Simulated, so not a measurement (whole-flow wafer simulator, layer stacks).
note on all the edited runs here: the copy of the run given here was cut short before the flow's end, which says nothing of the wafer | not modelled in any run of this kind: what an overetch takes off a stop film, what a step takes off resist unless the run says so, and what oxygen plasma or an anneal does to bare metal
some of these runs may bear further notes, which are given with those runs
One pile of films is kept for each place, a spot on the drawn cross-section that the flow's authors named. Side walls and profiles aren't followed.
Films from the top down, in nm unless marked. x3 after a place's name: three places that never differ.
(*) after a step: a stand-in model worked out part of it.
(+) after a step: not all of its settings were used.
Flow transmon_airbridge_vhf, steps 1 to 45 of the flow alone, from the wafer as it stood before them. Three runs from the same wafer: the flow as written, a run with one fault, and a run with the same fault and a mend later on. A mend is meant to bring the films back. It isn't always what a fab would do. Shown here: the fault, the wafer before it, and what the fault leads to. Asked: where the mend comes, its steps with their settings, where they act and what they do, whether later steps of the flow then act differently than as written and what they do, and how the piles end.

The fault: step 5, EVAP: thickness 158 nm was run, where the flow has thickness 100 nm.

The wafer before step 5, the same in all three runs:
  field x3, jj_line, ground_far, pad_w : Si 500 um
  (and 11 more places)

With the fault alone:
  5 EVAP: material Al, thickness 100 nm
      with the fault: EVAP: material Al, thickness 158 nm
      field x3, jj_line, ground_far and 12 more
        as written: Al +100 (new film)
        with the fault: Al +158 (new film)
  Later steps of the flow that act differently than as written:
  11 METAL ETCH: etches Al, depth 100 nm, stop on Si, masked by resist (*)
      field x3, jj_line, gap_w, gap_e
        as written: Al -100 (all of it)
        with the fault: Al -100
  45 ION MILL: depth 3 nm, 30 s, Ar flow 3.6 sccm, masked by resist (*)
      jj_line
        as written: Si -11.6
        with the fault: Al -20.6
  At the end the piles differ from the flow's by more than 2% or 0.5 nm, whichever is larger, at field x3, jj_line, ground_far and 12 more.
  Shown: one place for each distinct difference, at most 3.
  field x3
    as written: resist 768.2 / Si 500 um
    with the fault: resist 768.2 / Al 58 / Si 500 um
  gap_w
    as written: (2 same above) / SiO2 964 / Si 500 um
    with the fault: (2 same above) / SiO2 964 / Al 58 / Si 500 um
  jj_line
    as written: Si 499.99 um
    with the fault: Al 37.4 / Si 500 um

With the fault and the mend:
  The mend comes after step 10.
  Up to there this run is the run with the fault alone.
  11 METAL ETCH: etches Al, depth 158 nm, stop on Si, masked by resist (*) (the flow's step 11, which as written has depth 100 nm)
      ground_far, pad_w, flank_w and 8 more
        i-line resist -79
      field x3, jj_line, gap_w, gap_e
        Al -158 (all of it)
  Later steps of the flow that act differently than as written (10 more steps differ only slightly, by at most 2% or 0.5 nm, whichever is larger, and aren't shown):
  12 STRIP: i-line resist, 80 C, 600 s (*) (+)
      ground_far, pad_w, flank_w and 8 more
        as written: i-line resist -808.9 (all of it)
        with the mend: i-line resist -779.9 (all of it)
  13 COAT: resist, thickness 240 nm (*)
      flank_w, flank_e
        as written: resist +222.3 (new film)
        with the mend: resist +214 (new film)
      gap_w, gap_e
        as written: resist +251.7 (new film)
        with the mend: resist +257.5 (new film)
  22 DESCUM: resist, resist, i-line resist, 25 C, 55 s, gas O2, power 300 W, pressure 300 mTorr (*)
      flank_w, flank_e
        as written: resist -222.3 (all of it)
        with the mend: resist -214 (all of it)
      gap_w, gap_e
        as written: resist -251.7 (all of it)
        with the mend: resist -257.5 (all of it)
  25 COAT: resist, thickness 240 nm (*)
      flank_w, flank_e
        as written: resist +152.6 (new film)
        with the mend: resist +146.3 (new film)
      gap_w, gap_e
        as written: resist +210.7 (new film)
        with the mend: resist +216.3 (new film)
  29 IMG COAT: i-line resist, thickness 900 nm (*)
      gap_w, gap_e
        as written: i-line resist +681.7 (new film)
        with the mend: i-line resist +697.2 (new film)
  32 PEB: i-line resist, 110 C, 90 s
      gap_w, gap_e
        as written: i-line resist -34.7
        with the mend: i-line resist -35.5
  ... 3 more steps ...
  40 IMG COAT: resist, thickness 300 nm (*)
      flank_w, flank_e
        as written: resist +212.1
        with the mend: resist +204.4
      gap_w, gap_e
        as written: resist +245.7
        with the mend: resist +251.1
  At the end the piles differ from the flow's by more than 2% or 0.5 nm, whichever is larger, at ground_far, pad_w, flank_w and 10 more.
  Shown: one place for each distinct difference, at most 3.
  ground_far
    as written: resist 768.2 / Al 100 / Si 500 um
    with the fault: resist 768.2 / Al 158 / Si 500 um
    with the mend: resist 768.2 / Al 158 / Si 500 um
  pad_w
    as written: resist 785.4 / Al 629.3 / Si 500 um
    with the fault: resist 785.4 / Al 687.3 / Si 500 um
    with the mend: resist 783.8 / Al 687.3 / Si 500 um
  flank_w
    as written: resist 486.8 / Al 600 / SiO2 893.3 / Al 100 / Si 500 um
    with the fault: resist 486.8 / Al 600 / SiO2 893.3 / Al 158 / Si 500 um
    with the mend: resist 472.5 / Al 600 / SiO2 893.7 / Al 158 / Si 500 um
